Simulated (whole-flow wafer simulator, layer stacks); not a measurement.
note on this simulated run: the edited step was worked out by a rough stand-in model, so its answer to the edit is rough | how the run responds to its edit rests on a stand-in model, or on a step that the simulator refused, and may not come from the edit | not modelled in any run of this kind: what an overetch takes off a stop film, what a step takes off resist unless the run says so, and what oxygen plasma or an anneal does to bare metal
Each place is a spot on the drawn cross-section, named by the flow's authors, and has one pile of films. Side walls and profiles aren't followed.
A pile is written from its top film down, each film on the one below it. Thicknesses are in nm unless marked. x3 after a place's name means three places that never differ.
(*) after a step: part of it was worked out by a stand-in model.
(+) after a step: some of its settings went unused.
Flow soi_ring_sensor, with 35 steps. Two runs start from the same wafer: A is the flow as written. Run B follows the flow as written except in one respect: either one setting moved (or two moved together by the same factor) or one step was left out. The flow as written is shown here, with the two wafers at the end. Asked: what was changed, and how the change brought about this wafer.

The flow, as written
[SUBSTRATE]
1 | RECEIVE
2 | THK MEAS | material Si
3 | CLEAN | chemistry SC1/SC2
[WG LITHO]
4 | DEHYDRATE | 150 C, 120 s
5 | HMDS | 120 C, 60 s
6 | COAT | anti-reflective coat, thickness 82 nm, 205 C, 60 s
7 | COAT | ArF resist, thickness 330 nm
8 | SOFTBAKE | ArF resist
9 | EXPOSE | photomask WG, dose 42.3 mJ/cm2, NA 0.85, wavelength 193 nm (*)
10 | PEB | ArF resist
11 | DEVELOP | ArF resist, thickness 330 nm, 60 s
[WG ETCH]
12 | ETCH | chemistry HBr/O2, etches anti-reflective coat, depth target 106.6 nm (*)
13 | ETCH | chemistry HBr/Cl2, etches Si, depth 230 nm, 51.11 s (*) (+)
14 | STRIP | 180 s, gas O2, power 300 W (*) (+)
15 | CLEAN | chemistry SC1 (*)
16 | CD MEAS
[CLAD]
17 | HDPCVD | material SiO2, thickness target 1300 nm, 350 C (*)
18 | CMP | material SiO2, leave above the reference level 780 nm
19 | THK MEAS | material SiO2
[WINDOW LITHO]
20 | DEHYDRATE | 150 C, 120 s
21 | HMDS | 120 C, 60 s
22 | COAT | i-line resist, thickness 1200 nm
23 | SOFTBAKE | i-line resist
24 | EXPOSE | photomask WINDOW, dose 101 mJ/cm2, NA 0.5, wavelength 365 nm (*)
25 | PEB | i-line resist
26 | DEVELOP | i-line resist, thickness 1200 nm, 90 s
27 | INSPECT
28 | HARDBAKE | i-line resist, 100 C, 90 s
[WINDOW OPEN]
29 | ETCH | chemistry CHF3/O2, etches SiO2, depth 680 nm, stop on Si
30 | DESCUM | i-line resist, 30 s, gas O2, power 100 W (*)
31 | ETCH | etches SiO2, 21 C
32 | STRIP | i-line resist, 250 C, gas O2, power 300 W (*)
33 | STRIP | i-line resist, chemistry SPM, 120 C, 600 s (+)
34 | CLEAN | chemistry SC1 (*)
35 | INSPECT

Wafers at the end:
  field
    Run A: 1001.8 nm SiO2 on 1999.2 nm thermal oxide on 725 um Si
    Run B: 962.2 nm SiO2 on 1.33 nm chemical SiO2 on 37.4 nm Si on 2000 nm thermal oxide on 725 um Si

The reason: step 13, ETCH: depth 182 nm was run, while the flow as written has depth 230 nm; step 13, ETCH: 40.38 s was run, where the flow has 51.11 s.

The path from the change to this, step by step:
  13 | ETCH | chemistry HBr/Cl2, etches Si, depth 230 nm, 51.11 s (*) (+)
      gap, window, field, gap_clad: A Si loses 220 (all of it), thermal oxide loses 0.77 | B Si loses 182
      core, core_clad: A ArF resist loses 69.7 | B ArF resist loses 55.1
  14 | STRIP | 180 s, gas O2, power 300 W (*) (+)
      gap, window, field, gap_clad: A nothing | B chemical SiO2 gains 1.33 (new film), Si loses 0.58
      core, core_clad: A ArF resist loses 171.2 (all of it), anti-reflective coat loses 82 (all of it), chemical SiO2 gains 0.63, Si loses 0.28 | B ArF resist loses 185.8 (all of it), anti-reflective coat loses 82 (all of it), chemical SiO2 gains 0.62, Si loses 0.27
  18 | CMP | material SiO2, leave above the reference level 780 nm
      gap, window, field, gap_clad: A SiO2 loses 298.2 | B SiO2 loses 337.8
